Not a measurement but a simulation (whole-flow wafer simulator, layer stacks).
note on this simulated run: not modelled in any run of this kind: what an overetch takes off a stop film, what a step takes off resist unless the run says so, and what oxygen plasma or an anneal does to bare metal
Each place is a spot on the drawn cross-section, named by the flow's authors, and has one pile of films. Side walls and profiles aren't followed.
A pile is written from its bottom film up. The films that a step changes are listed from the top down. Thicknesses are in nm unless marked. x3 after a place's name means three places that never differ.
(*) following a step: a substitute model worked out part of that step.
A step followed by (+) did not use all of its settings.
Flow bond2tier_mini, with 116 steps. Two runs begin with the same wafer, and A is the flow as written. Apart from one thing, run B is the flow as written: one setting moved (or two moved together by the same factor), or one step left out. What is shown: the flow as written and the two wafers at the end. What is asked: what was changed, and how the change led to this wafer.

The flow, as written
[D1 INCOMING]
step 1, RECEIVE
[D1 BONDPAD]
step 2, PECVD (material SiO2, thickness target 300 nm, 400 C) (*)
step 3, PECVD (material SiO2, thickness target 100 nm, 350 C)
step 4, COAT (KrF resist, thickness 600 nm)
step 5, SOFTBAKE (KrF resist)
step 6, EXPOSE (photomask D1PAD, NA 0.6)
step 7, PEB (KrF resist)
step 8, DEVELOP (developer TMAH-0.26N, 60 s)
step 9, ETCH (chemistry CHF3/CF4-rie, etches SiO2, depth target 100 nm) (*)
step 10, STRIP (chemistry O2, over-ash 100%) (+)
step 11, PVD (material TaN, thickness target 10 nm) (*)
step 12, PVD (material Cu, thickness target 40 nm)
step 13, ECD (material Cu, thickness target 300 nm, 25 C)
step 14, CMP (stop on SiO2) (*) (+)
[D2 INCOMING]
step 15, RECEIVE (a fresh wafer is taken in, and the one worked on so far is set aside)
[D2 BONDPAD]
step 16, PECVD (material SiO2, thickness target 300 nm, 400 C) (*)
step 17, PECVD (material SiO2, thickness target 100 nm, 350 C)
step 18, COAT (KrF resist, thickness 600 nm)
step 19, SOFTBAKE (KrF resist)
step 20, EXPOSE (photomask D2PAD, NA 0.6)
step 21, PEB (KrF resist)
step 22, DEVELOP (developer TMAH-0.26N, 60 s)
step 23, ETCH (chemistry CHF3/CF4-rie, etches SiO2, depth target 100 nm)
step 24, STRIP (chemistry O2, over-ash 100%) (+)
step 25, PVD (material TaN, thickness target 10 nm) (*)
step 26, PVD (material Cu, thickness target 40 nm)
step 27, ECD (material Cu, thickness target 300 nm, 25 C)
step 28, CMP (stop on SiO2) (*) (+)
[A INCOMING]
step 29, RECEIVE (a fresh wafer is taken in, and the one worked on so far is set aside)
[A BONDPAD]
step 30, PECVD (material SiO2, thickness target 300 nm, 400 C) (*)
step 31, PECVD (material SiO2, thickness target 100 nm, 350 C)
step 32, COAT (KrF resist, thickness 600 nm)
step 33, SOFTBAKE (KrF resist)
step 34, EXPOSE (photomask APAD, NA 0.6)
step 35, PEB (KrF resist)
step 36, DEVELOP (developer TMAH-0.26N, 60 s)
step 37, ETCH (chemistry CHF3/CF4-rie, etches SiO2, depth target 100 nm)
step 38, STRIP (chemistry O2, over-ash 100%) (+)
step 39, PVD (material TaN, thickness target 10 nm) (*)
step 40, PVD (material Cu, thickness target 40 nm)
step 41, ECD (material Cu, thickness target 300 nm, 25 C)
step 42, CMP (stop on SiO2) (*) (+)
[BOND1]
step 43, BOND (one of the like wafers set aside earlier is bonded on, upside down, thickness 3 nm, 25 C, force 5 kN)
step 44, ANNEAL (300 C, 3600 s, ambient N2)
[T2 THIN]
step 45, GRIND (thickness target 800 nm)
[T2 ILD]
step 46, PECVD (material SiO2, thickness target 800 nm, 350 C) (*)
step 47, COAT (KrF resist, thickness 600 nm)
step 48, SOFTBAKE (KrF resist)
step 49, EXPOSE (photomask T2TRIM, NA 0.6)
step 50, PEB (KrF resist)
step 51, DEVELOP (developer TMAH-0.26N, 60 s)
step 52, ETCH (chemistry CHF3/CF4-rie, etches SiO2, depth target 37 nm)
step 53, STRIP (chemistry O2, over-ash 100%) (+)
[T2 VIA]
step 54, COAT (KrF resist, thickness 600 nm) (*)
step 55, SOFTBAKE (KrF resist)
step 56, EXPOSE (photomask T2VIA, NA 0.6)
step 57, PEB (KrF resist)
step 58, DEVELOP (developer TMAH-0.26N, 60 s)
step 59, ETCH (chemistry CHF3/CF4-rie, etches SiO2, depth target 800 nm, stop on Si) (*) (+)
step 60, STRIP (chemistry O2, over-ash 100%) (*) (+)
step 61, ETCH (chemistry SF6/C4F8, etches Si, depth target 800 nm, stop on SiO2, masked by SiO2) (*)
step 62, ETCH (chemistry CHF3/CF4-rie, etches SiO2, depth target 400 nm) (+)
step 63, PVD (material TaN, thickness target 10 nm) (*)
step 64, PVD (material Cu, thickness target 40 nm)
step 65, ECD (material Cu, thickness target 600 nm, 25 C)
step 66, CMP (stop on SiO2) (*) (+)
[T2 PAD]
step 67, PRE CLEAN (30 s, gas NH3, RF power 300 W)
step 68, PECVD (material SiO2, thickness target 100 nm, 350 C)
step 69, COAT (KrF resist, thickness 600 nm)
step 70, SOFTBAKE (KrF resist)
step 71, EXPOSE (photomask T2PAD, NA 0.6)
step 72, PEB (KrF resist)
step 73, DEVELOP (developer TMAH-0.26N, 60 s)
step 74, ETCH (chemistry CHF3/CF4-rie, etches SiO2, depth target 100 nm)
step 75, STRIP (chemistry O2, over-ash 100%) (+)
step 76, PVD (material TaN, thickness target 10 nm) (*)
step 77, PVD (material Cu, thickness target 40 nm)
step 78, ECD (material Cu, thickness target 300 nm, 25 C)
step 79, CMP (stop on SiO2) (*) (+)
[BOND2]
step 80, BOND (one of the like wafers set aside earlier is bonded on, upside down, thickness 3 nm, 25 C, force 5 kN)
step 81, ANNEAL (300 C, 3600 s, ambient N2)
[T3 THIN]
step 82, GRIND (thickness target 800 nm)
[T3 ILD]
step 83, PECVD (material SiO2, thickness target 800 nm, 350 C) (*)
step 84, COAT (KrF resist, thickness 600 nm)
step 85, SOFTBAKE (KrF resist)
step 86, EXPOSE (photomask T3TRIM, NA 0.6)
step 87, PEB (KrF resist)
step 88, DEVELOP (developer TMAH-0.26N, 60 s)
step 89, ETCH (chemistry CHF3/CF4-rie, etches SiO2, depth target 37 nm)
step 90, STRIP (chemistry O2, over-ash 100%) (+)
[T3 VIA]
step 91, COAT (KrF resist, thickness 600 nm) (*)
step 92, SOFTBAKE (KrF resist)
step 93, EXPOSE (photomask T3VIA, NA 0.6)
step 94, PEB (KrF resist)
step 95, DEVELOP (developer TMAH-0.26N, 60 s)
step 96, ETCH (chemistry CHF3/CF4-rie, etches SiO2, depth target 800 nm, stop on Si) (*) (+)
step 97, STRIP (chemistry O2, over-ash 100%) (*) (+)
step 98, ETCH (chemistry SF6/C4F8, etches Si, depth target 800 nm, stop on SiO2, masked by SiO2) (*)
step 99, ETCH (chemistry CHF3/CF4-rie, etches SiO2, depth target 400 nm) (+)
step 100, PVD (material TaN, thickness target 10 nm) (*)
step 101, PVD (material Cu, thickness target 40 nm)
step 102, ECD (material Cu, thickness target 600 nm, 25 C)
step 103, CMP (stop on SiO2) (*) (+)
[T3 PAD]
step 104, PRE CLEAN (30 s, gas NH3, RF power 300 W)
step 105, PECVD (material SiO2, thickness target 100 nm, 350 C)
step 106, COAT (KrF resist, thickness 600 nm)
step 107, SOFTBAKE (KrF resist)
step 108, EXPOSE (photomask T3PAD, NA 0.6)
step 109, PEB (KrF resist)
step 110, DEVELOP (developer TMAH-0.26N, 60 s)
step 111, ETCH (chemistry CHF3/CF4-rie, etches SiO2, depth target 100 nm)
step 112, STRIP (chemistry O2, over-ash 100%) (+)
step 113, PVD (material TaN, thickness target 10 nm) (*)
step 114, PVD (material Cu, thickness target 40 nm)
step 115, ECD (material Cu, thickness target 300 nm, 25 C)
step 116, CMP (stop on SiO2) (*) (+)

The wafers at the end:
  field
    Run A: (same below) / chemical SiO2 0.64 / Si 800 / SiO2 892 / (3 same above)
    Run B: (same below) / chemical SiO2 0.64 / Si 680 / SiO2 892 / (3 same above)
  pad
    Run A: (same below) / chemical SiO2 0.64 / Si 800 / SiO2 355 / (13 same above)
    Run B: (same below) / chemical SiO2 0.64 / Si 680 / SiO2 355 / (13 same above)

The reason: step 45, GRIND: thickness target 680 nm was run, though the flow has thickness target 800 nm.
The wafer itself shows it: field has Si 680, and step 45 as written asks for 800 nm.

How this came from the change, step by step:
  step 45, GRIND (thickness target 800 nm)
      field, pad, via: A -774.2 um Si | B -774.32 um Si
